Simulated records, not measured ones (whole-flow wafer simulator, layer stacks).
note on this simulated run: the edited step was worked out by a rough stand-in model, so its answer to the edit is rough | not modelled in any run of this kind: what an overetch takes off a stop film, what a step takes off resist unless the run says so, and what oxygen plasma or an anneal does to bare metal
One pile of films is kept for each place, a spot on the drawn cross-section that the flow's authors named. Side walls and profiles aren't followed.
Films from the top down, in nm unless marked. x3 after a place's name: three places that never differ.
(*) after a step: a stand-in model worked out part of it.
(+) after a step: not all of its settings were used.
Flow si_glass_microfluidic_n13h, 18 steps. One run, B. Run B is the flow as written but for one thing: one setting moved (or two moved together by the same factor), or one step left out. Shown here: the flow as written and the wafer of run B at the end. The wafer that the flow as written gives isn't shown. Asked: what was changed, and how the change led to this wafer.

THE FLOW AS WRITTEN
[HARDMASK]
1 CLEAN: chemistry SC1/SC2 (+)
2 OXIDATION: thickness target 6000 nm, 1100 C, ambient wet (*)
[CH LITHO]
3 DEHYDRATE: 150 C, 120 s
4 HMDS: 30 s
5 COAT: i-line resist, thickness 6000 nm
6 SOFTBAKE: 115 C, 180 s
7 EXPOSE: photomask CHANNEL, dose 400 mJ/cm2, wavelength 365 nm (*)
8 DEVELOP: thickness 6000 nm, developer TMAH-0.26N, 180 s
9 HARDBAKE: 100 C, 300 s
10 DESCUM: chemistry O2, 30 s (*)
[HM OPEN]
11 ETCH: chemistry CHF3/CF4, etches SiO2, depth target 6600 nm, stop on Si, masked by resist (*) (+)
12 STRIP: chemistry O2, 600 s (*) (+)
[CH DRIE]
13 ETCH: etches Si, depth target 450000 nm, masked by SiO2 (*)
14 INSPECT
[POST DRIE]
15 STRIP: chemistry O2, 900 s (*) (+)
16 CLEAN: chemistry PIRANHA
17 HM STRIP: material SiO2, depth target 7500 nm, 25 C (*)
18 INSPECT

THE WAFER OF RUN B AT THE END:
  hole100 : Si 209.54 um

The cause: step 13, ETCH: depth target 326200 nm was run, where the flow has depth target 450000 nm.

How the change led to this, step by step:
  13 ETCH: etches Si, depth target 450000 nm, masked by SiO2 (*)
      land: SiO2 -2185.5 (as written it would be: SiO2 -3004.3)
      hole100: chemical SiO2 -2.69 (all of it), Si -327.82 um (as written it would be: chemical SiO2 -2.69 (all of it), Si -450.64 um)
  17 HM STRIP: material SiO2, depth target 7500 nm, 25 C (*)
      land: SiO2 -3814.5 (all of it) (as written it would be: SiO2 -2995.7 (all of it))
